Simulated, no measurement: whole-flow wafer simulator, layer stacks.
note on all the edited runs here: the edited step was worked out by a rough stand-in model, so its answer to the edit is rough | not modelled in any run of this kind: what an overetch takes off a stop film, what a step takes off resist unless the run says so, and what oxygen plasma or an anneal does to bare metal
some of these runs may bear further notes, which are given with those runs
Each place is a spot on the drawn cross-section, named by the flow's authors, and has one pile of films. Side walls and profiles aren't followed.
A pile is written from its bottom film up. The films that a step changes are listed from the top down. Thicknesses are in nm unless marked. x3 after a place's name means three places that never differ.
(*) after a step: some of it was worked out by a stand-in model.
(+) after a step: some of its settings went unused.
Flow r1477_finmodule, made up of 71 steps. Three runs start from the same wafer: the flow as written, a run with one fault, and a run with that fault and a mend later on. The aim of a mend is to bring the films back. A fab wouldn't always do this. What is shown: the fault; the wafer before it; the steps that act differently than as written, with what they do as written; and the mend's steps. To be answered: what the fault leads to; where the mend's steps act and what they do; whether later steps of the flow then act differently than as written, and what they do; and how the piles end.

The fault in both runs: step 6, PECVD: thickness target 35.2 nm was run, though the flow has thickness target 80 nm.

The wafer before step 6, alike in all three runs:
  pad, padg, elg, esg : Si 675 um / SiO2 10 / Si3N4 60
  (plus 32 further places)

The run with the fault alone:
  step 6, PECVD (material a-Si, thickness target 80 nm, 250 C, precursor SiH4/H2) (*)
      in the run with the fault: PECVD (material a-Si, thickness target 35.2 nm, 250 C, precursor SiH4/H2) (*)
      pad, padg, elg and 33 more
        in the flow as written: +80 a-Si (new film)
        in the run with the fault: +35.2 a-Si (new film)
  Steps later in the flow that act otherwise than as written (2 other steps are not shown; they differ only slightly, by no more than 2% or 0.5 nm, whichever is larger):
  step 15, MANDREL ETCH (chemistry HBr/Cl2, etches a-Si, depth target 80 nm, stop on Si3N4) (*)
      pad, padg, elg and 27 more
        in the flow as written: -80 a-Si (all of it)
        in the run with the fault: -35.2 a-Si (all of it)
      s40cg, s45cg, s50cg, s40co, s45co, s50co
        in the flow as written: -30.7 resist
        in the run with the fault: -20.2 resist
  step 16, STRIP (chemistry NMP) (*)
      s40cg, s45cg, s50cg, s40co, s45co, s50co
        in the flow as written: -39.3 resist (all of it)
        in the run with the fault: -49.8 resist (all of it)
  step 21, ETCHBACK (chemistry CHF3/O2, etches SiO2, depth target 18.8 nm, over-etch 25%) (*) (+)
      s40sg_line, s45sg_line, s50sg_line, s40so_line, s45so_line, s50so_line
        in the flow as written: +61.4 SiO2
        in the run with the fault: +16.6 SiO2
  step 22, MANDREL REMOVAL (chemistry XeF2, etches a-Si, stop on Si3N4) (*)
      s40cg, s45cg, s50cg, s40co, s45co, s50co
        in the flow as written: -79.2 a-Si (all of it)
        in the run with the fault: -34.4 a-Si (all of it)
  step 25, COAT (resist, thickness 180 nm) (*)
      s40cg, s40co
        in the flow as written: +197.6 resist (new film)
        in the run with the fault: +186.4 resist (new film)
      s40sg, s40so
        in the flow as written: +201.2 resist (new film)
        in the run with the fault: +190 resist (new film)
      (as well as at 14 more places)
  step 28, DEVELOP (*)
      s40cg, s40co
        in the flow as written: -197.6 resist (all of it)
        in the run with the fault: -186.4 resist (all of it)
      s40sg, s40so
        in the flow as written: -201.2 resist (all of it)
        in the run with the fault: -190 resist (all of it)
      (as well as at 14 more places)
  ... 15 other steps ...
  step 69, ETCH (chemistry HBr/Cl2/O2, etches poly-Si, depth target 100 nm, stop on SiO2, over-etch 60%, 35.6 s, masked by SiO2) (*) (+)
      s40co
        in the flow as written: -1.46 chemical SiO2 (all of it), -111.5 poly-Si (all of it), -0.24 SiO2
        in the run with the fault: -1.5 chemical SiO2 (all of it), -160 poly-Si
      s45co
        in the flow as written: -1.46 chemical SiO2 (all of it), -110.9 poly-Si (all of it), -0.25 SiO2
        in the run with the fault: -1.5 chemical SiO2 (all of it), -160 poly-Si
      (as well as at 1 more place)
  The piles end different from the flow's at pad, padg, elg and 33 more by more than 2% or 0.5 nm, whichever is larger.
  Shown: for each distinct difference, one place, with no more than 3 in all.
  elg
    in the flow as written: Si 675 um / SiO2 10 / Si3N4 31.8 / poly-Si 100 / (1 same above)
    in the run with the fault: Si 674.99 um / SiO2 3 / poly-Si 100 / (1 same above)
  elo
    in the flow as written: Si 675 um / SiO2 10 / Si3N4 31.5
    in the run with the fault: Si 674.99 um / SiO2 2.58
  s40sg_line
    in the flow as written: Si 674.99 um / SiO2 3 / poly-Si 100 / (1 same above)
    in the run with the fault: Si 675 um / SiO2 10 / Si3N4 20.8 / poly-Si 100 / (1 same above)

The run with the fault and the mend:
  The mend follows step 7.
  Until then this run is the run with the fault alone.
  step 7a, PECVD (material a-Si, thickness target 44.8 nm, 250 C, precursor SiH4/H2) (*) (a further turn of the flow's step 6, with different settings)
      pad, padg, elg and 33 more
        +44.8 a-Si
  None of the later steps of the flow acts differently than as written at any place that is followed.
  The piles end the same as the flow's at every place that both follow.
